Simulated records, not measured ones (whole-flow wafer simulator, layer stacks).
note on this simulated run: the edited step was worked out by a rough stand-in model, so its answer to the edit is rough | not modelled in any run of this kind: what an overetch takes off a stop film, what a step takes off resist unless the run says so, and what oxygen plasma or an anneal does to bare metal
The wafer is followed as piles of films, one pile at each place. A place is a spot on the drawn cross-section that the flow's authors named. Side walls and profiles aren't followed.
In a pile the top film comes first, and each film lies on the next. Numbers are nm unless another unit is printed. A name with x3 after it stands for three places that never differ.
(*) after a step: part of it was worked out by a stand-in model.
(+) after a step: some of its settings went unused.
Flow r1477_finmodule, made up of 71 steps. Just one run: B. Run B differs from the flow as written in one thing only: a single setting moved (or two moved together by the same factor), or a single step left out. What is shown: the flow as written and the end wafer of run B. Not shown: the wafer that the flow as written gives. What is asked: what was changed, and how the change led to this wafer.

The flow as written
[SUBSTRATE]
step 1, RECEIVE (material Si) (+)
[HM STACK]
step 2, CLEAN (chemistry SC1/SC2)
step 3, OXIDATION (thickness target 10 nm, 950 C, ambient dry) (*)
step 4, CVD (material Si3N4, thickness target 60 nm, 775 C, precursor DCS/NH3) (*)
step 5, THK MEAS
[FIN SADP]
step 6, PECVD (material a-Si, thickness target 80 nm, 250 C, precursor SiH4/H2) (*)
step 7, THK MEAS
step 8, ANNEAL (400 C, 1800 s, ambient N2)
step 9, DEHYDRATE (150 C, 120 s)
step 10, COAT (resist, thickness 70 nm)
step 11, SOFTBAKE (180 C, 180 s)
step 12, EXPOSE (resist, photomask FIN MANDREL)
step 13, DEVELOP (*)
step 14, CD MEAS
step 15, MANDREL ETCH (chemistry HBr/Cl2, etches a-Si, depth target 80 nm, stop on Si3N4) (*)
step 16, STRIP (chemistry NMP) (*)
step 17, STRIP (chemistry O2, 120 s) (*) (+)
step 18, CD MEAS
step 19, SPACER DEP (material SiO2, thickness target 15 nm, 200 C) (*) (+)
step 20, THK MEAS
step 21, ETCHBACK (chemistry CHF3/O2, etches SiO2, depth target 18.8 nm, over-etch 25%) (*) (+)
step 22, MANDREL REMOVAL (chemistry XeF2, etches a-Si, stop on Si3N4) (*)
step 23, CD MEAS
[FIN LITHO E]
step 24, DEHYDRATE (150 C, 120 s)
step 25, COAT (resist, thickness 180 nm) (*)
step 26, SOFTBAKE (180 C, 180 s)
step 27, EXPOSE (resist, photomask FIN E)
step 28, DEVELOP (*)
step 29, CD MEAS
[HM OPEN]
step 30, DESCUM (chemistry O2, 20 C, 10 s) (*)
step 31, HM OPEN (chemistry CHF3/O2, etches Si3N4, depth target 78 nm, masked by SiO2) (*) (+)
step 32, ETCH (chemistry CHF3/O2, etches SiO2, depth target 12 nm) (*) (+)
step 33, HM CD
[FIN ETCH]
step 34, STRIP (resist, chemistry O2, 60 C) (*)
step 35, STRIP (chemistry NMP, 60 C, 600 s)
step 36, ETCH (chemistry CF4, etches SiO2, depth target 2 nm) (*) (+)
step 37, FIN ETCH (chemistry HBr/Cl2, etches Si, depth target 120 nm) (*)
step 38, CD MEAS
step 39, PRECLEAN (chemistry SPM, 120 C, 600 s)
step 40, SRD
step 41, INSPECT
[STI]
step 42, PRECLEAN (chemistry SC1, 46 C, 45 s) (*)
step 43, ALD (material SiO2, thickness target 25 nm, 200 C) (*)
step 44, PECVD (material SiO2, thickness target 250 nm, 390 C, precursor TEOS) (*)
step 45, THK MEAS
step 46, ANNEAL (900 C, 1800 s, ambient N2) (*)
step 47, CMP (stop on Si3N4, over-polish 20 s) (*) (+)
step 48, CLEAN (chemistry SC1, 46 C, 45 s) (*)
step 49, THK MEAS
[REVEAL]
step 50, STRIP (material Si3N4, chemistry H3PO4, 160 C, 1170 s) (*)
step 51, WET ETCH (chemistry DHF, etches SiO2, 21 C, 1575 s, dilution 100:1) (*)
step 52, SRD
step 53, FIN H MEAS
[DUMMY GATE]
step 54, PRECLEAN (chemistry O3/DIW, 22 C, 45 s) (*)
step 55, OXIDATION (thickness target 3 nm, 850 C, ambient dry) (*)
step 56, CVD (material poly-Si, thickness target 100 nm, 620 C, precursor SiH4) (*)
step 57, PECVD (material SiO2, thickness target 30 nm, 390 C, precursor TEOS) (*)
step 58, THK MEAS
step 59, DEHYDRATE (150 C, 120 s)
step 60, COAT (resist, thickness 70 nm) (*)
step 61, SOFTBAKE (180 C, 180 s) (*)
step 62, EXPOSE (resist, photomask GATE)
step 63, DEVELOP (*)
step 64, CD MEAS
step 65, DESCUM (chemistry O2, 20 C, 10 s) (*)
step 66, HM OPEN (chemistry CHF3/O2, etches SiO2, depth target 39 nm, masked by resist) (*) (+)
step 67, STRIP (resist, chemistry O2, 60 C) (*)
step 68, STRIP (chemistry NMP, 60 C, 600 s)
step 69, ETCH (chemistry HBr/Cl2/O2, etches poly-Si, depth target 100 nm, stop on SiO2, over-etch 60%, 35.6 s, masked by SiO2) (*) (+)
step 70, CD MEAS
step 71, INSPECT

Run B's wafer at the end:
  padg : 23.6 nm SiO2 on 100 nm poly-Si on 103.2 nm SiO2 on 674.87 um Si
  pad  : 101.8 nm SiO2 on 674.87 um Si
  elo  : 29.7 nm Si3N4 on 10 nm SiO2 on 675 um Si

The reason: step 69, ETCH: depth target 120 nm was run, while the flow as written has depth target 100 nm; step 69, ETCH: 42.7 s was run, where the flow has 35.6 s.

Step by step, how the change led to this:
  step 69, ETCH (chemistry HBr/Cl2/O2, etches poly-Si, depth target 100 nm, stop on SiO2, over-etch 60%, 35.6 s, masked by SiO2) (*) (+)
      padg, elg, esg and 15 more: SiO2 loses 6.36 (it would be, as written: SiO2 loses 5.3)
      pad, eso, e40so and 8 more: chemical SiO2 loses 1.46 (all of it), poly-Si loses 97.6 (all of it), SiO2 loses 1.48 (it would be, as written: chemical SiO2 loses 1.46 (all of it), poly-Si loses 97.6 (all of it), SiO2 loses 0.42)
      (and at 7 other places as well)
